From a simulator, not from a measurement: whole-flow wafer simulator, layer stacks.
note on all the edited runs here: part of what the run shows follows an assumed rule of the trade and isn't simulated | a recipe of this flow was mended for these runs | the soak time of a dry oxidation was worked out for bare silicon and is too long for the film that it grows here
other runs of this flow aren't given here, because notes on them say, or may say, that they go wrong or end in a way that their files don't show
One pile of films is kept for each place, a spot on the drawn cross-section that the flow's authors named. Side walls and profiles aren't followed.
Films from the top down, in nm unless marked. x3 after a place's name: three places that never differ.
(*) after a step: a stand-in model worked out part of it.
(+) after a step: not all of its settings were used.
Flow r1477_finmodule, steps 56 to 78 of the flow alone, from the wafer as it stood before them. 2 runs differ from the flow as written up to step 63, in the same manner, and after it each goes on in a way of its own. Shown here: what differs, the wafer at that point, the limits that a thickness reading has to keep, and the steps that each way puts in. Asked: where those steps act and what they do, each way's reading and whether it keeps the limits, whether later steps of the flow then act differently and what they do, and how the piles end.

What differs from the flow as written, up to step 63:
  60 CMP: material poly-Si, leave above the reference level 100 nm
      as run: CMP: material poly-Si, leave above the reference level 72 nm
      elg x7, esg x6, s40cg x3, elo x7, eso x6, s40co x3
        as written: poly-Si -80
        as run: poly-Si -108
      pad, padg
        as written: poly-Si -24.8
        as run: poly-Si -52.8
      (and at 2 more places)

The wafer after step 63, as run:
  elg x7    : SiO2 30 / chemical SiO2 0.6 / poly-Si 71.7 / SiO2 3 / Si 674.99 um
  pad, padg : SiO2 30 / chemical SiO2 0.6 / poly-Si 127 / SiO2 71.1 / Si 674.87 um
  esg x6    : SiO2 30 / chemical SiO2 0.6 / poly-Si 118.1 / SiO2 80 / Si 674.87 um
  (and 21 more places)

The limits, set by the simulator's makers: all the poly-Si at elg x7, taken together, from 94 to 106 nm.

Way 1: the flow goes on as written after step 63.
  The reading after step 63: 71.7 nm, outside the limits.
  Later steps of the flow that act differently than as written (1 more step differs only slightly, by at most 2% or 0.5 nm, whichever is larger, and isn't shown):
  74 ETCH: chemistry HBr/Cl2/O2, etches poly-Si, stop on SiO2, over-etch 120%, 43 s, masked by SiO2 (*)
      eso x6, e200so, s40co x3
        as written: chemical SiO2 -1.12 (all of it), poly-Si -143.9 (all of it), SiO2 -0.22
        this way: chemical SiO2 -1.12 (all of it), poly-Si -115.9 (all of it), SiO2 -0.36
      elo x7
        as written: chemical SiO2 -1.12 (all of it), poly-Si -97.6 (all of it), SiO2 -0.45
        this way: chemical SiO2 -1.12 (all of it), poly-Si -69.6 (all of it), SiO2 -1.28
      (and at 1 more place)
  At the end the piles differ from the flow's by more than 2% or 0.5 nm, whichever is larger, at padg, elg x7, esg x6, e200sg, s40cg x3, elo x7.
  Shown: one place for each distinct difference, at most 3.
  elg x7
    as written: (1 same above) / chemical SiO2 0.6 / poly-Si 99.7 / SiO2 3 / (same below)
    this way: (1 same above) / chemical SiO2 0.6 / poly-Si 71.7 / SiO2 3 / (same below)
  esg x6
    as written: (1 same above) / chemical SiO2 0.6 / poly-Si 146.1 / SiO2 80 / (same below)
    this way: (1 same above) / chemical SiO2 0.6 / poly-Si 118.1 / SiO2 80 / (same below)
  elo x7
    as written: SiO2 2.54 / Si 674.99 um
    this way: SiO2 1.7 / Si 674.99 um

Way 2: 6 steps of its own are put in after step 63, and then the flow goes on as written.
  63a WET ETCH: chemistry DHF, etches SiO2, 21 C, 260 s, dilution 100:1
      pad, padg, elg x7 and 27 more
        SiO2 -30 (all of it), chemical SiO2 -0.6 (all of it)
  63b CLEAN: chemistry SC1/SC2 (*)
      pad, padg, elg x7 and 27 more
        chemical SiO2 +0.6 (new film), poly-Si -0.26
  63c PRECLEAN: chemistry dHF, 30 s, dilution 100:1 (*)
      pad, padg, elg x7 and 27 more
        chemical SiO2 -0.6 (all of it)
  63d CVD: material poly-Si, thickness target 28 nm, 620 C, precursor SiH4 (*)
      pad, padg, elg x7 and 27 more
        poly-Si +28
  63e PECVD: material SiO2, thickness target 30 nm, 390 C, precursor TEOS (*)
      pad, padg, elg x7 and 27 more
        SiO2 +30 (new film)
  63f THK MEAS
      changes no film at any place that is followed
  The reading after step 63f: 99.5 nm, within the limits.
  Later steps of the flow that act differently than as written (1 more step differs only slightly, by at most 2% or 0.5 nm, whichever is larger, and isn't shown):
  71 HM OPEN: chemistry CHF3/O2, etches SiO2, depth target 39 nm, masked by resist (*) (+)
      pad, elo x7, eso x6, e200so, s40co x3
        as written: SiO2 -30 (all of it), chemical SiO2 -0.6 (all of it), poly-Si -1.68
        this way: SiO2 -30 (all of it), poly-Si -1.8
  At the end the piles differ from the flow's by more than 2% or 0.5 nm, whichever is larger, at padg, elg x7, esg x6, e200sg, s40cg x3.
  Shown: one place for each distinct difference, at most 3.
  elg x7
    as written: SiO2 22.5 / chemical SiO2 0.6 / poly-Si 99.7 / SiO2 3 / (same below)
    this way: SiO2 22.5 / poly-Si 99.5 / SiO2 3 / (same below)
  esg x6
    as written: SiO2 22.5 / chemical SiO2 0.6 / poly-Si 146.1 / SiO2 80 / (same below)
    this way: SiO2 22.5 / poly-Si 145.8 / SiO2 80 / (same below)
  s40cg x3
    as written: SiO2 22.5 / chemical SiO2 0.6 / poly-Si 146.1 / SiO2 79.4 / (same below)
    this way: SiO2 22.5 / poly-Si 145.8 / SiO2 79.4 / (same below)

Within the limits: way 2. Outside them: way 1.
